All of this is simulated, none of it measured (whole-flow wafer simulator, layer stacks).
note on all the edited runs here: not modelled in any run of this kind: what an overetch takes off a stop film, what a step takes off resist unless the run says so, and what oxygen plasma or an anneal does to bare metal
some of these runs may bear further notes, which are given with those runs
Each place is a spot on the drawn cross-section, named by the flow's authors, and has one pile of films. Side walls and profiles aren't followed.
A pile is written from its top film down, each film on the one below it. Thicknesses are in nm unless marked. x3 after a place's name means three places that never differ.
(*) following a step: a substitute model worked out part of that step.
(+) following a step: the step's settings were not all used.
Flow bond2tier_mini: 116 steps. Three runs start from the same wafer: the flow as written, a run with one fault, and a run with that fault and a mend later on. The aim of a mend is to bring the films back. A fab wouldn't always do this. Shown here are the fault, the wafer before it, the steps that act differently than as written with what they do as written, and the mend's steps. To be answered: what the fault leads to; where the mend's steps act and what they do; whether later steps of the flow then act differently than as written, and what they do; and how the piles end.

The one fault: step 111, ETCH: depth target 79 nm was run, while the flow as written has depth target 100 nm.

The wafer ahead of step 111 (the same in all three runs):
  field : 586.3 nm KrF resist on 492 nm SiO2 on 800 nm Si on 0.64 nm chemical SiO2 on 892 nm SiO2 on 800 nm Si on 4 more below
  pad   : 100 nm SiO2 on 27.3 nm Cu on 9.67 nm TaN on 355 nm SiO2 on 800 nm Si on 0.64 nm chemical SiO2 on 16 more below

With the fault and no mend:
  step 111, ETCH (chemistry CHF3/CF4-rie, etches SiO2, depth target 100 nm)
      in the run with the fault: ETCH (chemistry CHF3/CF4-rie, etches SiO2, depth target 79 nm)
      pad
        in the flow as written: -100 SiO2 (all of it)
        in the run with the fault: -79 SiO2
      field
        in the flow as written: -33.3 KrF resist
        in the run with the fault: -26.3 KrF resist
  Steps later in the flow that act otherwise than as written (3 more steps, not shown, differ only slightly: by at most 2% or 0.5 nm, whichever is larger):
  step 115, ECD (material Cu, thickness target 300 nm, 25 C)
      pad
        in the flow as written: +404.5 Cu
        in the run with the fault: +382.6 Cu
  By the end, the piles at pad depart from the flow's by more than 2% or 0.5 nm, whichever is larger.
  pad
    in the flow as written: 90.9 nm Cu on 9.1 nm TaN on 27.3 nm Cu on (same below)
    in the run with the fault: 69.7 nm Cu on 9.29 nm TaN on 21 nm SiO2 on 27.3 nm Cu on (same below)

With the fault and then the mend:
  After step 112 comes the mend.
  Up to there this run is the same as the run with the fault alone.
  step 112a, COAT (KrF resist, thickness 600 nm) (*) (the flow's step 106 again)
      field
        +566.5 KrF resist (new film)
      pad
        +634.9 KrF resist (new film)
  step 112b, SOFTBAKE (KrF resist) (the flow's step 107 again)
      does not change any film at any place that is followed
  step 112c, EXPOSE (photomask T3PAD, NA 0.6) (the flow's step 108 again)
      does not change any film at any place that is followed
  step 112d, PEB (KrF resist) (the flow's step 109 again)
      does not change any film at any place that is followed
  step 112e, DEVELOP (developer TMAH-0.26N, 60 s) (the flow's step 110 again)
      field
        -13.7 KrF resist
      pad
        -634.9 KrF resist (all of it)
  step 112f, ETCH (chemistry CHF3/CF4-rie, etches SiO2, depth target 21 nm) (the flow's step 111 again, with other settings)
      field
        -7 KrF resist
      pad
        -21 SiO2 (all of it)
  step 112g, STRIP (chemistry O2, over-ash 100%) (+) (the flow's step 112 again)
      field
        -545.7 KrF resist (all of it)
  Later steps of the flow that are run all act as written at every place that is followed.
  At every place that both follow, the piles at the end match the flow's.
